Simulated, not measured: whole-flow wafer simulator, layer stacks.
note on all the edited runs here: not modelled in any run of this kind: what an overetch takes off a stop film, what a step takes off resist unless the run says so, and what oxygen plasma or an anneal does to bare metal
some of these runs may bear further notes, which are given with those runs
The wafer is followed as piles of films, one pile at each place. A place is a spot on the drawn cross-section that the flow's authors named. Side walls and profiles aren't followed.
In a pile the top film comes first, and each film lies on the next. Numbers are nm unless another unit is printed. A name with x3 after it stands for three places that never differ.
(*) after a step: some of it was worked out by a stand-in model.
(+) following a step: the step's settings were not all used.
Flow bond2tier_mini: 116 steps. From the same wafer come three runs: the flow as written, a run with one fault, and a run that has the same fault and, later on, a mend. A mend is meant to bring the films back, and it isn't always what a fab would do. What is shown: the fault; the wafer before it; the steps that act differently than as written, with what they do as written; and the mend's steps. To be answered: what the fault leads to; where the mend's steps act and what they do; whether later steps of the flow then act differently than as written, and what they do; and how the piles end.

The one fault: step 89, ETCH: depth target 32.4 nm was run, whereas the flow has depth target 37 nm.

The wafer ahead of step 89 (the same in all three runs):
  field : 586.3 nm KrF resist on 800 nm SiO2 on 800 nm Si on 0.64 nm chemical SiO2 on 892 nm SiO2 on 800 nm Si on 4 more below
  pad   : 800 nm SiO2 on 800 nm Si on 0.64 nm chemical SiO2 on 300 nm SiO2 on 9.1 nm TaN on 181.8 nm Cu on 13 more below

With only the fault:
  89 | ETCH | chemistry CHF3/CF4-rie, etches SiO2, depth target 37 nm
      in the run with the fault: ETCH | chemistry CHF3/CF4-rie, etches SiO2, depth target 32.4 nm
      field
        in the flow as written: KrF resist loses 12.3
        in the run with the fault: KrF resist loses 10.8
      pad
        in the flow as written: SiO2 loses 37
        in the run with the fault: SiO2 loses 32.4
  None of the later steps of the flow differs from how it acts as written, at any place that is followed, by more than 2% or 0.5 nm, whichever is larger.
  By the end, the piles at pad depart from the flow's by more than 2% or 0.5 nm, whichever is larger.
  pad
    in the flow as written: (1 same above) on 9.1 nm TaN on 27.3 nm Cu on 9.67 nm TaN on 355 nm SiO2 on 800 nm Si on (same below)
    in the run with the fault: (1 same above) on 9.1 nm TaN on 22.7 nm Cu on 9.71 nm TaN on 359.6 nm SiO2 on 800 nm Si on (same below)

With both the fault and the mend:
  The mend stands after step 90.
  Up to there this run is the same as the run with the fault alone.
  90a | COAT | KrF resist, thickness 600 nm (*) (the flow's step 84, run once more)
      field
        KrF resist gains 586.3 (new film)
      pad
        KrF resist gains 614.3 (new film)
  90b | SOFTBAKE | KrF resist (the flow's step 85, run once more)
      alters no film at any place that is followed
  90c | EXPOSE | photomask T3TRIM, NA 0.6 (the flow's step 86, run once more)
      alters no film at any place that is followed
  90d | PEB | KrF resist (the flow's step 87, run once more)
      alters no film at any place that is followed
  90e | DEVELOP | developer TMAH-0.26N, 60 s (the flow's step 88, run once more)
      field
        KrF resist loses 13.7
      pad
        KrF resist loses 614.3 (all of it)
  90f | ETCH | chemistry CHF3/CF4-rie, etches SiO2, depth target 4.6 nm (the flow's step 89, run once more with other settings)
      field
        KrF resist loses 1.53
      pad
        SiO2 loses 4.6
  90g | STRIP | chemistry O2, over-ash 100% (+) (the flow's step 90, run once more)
      field
        KrF resist loses 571 (all of it)
  None of the later steps of the flow acts differently than as written at any place that is followed.
  The piles end the same as the flow's at every place that both follow.
